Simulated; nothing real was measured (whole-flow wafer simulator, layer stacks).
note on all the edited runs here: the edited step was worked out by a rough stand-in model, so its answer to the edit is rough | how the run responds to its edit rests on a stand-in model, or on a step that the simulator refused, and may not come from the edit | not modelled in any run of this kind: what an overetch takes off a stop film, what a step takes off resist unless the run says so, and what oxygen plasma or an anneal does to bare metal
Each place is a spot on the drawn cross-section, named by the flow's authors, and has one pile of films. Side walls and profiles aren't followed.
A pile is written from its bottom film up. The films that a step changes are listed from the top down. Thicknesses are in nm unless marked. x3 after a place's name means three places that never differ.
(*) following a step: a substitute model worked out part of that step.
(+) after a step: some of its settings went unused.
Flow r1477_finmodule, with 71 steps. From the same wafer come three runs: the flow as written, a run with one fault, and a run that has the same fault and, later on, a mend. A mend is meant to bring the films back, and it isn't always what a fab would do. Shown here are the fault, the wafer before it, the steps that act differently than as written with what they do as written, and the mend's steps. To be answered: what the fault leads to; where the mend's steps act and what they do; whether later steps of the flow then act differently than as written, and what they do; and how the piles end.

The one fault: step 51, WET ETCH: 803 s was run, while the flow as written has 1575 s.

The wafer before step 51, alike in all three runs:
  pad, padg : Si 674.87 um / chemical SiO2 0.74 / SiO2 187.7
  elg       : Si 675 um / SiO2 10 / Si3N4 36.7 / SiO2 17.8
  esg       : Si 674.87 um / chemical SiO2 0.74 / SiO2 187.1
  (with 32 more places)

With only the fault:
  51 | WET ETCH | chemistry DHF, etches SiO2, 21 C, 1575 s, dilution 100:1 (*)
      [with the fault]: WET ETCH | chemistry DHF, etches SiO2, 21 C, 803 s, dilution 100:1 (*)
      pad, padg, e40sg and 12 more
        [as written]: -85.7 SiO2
        [with the fault]: -43.7 SiO2
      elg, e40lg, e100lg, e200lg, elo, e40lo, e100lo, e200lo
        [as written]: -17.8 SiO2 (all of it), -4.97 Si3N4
        [with the fault]: -17.8 SiO2 (all of it), -1.82 Si3N4
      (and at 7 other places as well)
  Steps later in the flow that act otherwise than as written (1 other step is not shown; it differs only slightly, by no more than 2% or 0.5 nm, whichever is larger):
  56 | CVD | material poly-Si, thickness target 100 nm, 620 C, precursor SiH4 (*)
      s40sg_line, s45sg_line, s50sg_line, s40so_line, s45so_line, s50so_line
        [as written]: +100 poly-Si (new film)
        [with the fault]: +119.4 poly-Si (new film)
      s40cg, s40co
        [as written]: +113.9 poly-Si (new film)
        [with the fault]: +100 poly-Si (new film)
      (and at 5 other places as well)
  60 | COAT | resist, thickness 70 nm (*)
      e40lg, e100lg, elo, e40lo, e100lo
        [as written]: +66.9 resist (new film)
        [with the fault]: +68.8 resist (new film)
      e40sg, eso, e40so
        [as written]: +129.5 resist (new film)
        [with the fault]: +92.6 resist (new film)
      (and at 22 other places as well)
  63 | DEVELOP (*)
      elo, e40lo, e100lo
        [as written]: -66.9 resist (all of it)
        [with the fault]: -68.8 resist (all of it)
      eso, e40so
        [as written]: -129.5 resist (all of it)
        [with the fault]: -92.6 resist (all of it)
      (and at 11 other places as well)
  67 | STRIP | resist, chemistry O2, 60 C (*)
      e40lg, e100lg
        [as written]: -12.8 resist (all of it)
        [with the fault]: -14.7 resist (all of it)
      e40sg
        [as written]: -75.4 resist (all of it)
        [with the fault]: -38.5 resist (all of it)
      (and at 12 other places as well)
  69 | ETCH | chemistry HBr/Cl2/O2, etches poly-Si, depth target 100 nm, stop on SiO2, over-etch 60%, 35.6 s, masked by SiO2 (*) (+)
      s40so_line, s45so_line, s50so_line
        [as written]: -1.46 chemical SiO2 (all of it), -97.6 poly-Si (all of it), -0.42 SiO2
        [with the fault]: -1.23 chemical SiO2 (all of it), -117.1 poly-Si (all of it), -0.21 SiO2
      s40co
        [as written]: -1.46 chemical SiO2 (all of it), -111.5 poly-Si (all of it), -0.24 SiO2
        [with the fault]: -1.23 chemical SiO2 (all of it), -97.7 poly-Si (all of it), -0.42 SiO2
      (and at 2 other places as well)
  At pad, padg, elg and 30 more, the piles at the end differ from the flow's by more than 2% or 0.5 nm, whichever is larger.
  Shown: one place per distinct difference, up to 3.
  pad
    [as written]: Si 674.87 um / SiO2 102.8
    [with the fault]: Si 674.87 um / SiO2 144.7
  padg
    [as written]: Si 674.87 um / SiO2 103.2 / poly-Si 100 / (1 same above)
    [with the fault]: Si 674.87 um / SiO2 145.2 / poly-Si 100 / (1 same above)
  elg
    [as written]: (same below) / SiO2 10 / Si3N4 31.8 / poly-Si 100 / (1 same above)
    [with the fault]: (same below) / SiO2 10 / Si3N4 34.9 / poly-Si 100 / (1 same above)

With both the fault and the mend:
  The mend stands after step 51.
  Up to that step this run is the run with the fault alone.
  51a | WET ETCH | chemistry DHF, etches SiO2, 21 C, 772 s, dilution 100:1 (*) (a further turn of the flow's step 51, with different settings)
      pad, padg, e40sg and 12 more
        -42 SiO2
      elg, e40lg, e100lg, e200lg, elo, e40lo, e100lo, e200lo
        -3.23 Si3N4
      esg, s40cg, s45cg, s50cg, s40co, s45co, s50co
        -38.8 SiO2
  None of the later steps of the flow differs from how it acts as written, at any place that is followed, by more than 2% or 0.5 nm, whichever is larger.
  The piles end only slightly different from the flow's at the places that both follow, by no more than 2% or 0.5 nm, whichever is larger.
